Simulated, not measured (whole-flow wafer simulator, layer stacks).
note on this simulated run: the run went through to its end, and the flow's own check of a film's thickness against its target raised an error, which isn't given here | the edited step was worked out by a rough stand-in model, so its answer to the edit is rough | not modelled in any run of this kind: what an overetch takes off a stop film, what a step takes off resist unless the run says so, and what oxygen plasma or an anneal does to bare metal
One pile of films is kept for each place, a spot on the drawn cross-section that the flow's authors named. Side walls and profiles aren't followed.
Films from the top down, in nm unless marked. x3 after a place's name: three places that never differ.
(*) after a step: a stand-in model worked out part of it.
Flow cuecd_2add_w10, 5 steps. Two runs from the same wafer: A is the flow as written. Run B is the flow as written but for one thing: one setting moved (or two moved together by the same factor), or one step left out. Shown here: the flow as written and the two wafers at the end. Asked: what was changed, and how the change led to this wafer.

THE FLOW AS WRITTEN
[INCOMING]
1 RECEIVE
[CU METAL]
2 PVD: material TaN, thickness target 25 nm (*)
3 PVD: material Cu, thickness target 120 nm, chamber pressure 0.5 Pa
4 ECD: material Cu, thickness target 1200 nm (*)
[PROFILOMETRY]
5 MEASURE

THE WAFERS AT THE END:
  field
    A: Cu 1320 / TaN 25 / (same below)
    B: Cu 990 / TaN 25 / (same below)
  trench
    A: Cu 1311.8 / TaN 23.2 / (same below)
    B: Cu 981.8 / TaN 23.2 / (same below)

The cause: step 4, ECD: thickness target 870 nm was run, where the flow has thickness target 1200 nm.

How the change led to this, step by step:
  4 ECD: material Cu, thickness target 1200 nm (*)
      field, trench: A Cu +1200 | B Cu +870
